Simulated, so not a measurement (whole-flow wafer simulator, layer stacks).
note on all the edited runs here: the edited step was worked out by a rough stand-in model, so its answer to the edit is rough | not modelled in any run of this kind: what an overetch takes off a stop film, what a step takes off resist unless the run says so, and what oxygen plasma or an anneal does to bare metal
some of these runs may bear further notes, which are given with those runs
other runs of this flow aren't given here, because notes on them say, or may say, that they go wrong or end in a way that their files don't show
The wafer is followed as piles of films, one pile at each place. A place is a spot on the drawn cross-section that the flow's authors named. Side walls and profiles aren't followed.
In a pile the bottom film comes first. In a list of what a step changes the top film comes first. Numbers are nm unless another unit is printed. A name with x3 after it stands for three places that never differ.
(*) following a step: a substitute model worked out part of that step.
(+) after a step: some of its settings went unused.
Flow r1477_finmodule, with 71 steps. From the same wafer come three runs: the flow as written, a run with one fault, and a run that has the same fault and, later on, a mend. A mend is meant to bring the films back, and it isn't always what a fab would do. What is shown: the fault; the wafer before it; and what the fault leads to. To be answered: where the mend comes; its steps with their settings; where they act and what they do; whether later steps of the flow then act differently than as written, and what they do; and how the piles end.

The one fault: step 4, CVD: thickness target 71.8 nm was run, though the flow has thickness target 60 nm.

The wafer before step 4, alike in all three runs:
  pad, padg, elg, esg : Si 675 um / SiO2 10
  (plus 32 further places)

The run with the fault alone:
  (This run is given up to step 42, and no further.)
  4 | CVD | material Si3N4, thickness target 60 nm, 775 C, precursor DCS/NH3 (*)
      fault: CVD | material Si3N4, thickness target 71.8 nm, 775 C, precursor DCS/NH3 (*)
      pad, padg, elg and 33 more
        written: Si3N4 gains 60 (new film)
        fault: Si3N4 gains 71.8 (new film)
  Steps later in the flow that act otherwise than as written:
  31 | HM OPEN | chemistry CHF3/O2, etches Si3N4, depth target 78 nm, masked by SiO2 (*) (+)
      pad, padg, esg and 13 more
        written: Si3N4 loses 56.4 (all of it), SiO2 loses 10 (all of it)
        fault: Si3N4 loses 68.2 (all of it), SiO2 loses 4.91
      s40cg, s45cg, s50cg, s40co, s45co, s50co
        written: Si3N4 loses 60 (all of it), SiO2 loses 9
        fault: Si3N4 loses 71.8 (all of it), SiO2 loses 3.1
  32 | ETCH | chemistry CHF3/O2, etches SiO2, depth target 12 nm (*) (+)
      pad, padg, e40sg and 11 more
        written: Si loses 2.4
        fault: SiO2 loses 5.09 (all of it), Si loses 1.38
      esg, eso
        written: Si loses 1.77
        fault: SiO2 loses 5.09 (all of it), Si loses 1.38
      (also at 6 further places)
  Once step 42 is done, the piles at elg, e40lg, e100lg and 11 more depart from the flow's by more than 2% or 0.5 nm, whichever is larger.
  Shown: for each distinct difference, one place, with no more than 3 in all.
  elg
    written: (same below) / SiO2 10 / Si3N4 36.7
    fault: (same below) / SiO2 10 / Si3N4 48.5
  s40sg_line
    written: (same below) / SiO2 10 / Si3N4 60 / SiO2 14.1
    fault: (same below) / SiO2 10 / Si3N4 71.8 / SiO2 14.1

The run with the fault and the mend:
  The mend stands after step 5.
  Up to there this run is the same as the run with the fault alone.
  5a | ETCH | chemistry h3po4, depth target 82.57 nm
      pad, padg, elg and 33 more
        Si3N4 loses 71.8 (all of it)
  5b | CLEAN | chemistry SC1/SC2 (the flow's step 2, run once more)
      does not change any film at any place that is followed
  5c | CVD | material Si3N4, thickness target 60 nm, 775 C, precursor DCS/NH3 (*) (the flow's step 4, run once more)
      pad, padg, elg and 33 more
        Si3N4 gains 60 (new film)
  Every later step of the flow that is run acts as written at every place that is followed.
  By the end, the piles equal the flow's at every place that both follow.
